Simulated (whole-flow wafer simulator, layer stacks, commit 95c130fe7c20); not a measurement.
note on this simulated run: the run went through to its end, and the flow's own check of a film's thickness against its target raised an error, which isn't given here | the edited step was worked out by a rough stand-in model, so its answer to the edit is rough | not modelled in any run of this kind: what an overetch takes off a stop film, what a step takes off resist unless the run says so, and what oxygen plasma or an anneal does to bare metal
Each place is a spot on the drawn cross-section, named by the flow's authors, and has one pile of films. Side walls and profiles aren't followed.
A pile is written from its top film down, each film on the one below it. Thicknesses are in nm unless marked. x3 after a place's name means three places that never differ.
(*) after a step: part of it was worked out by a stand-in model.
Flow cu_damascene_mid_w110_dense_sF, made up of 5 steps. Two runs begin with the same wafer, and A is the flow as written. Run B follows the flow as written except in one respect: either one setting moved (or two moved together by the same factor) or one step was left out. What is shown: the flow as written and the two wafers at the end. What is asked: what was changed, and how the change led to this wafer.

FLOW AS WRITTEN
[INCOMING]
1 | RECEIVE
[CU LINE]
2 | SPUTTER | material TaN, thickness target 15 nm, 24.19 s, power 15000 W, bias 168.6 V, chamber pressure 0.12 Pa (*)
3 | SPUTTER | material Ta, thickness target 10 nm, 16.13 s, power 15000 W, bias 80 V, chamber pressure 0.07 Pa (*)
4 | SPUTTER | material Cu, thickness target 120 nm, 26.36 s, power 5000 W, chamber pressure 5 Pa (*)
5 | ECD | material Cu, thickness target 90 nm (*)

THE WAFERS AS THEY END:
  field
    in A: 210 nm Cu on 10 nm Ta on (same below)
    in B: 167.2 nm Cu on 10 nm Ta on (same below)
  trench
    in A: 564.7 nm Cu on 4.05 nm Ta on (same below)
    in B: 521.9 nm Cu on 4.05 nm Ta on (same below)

The reason: step 5, ECD: thickness target 47.2 nm was run, while the flow as written has thickness target 90 nm.

How this came from the change, step by step:
  5 | ECD | material Cu, thickness target 90 nm (*)
      field: A Cu gains 90 | B Cu gains 47.2
      trench: A Cu gains 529 | B Cu gains 486.2
